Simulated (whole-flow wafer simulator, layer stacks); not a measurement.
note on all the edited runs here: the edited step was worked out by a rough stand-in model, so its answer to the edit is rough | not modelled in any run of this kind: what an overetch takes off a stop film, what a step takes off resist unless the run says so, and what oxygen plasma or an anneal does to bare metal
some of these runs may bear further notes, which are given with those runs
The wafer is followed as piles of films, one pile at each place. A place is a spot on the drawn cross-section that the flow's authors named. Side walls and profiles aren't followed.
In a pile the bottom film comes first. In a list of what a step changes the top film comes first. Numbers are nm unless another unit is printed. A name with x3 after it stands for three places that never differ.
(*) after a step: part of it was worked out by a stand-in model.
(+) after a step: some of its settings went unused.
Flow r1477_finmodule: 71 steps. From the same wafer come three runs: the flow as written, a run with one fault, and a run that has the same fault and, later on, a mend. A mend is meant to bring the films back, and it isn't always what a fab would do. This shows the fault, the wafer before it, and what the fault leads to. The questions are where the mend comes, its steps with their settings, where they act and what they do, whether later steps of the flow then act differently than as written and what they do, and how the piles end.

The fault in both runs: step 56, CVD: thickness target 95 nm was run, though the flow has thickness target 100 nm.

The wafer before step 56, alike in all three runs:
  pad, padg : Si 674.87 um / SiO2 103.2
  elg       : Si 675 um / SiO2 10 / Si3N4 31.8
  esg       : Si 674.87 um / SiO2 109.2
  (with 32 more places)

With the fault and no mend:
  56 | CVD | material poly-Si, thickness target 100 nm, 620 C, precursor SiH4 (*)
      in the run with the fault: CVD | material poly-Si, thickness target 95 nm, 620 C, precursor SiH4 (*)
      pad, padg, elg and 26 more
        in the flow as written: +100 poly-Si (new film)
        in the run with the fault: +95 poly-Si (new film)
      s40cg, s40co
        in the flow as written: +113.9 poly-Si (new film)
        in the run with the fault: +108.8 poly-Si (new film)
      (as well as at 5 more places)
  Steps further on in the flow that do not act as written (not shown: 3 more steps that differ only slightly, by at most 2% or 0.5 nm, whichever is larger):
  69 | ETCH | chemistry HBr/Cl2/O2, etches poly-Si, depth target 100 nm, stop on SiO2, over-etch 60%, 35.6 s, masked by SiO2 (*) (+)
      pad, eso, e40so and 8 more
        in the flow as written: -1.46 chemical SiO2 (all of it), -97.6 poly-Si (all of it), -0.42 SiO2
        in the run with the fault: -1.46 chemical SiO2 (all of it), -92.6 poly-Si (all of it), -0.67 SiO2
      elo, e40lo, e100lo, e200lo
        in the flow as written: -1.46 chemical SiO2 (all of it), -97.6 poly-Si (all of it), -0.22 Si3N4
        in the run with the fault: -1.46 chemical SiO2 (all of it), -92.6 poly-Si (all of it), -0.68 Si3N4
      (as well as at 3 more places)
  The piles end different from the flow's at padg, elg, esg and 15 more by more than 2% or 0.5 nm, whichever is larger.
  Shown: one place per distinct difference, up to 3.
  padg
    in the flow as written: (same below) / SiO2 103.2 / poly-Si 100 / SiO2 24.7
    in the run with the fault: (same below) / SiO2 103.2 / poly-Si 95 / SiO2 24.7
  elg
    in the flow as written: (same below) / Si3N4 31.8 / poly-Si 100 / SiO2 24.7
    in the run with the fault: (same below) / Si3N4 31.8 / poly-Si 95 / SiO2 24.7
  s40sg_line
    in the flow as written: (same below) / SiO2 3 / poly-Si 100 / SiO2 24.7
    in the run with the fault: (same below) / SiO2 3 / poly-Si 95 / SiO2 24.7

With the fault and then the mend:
  After step 56 comes the mend.
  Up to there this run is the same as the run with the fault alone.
  56a | CVD | material poly-Si, thickness target 5 nm, 620 C, precursor SiH4 (*) (the flow's step 56 again, with other settings)
      pad, padg, elg and 33 more
        +5 poly-Si
  None of the later steps of the flow differs from how it acts as written, at any place that is followed, by more than 2% or 0.5 nm, whichever is larger.
  The piles end only slightly different from the flow's at the places that both follow, by no more than 2% or 0.5 nm, whichever is larger.
